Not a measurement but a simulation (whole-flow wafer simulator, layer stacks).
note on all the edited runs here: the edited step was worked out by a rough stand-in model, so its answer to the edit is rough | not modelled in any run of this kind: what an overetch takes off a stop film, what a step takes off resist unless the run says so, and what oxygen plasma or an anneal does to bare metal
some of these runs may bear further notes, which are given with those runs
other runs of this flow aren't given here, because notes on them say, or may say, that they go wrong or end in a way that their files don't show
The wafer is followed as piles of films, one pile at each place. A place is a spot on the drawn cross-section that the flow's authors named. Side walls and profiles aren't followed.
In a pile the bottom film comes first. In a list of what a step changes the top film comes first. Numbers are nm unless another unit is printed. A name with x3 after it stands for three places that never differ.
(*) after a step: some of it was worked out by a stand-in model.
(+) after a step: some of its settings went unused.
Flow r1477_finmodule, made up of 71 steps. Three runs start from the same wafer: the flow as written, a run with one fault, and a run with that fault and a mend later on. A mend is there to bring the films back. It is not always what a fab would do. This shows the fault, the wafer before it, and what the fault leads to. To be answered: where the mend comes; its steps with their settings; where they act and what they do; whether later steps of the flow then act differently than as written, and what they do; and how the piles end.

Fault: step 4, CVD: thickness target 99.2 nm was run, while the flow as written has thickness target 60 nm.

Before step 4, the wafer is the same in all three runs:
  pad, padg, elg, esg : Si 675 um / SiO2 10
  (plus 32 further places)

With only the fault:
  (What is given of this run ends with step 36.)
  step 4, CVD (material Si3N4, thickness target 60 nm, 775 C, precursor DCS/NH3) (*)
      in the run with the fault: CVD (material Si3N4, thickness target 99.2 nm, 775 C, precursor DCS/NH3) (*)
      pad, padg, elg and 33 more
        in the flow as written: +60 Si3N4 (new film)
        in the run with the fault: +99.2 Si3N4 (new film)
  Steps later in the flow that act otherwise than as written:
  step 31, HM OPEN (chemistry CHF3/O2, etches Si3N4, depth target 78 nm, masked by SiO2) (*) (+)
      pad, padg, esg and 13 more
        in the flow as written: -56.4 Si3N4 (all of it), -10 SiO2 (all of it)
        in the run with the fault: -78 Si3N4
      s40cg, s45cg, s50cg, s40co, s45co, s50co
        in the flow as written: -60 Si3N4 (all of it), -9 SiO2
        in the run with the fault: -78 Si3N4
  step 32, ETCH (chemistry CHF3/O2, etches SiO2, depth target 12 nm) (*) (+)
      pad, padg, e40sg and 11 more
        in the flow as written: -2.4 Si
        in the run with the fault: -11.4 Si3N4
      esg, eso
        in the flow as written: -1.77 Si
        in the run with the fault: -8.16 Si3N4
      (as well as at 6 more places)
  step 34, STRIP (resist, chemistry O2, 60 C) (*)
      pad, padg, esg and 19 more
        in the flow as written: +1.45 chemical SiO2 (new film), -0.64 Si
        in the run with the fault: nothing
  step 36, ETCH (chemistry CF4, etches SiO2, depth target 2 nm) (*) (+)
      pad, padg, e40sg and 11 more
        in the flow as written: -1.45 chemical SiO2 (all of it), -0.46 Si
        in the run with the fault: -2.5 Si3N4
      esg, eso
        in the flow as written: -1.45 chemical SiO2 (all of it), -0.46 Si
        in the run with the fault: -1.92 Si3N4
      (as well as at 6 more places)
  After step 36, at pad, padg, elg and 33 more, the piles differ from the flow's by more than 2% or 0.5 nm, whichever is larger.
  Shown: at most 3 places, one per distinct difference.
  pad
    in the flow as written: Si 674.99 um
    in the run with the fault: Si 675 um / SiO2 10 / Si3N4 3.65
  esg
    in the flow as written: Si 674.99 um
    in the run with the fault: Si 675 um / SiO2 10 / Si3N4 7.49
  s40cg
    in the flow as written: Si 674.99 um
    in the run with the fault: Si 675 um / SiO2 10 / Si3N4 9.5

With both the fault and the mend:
  The mend stands after step 5.
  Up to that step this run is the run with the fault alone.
  step 5a, ETCH (chemistry h3po4, depth target 39.2 nm)
      pad, padg, elg and 33 more
        -39.2 Si3N4
  Every later step of the flow that is run acts as written at every place that is followed.
  The piles end the same as the flow's at every place that both follow.
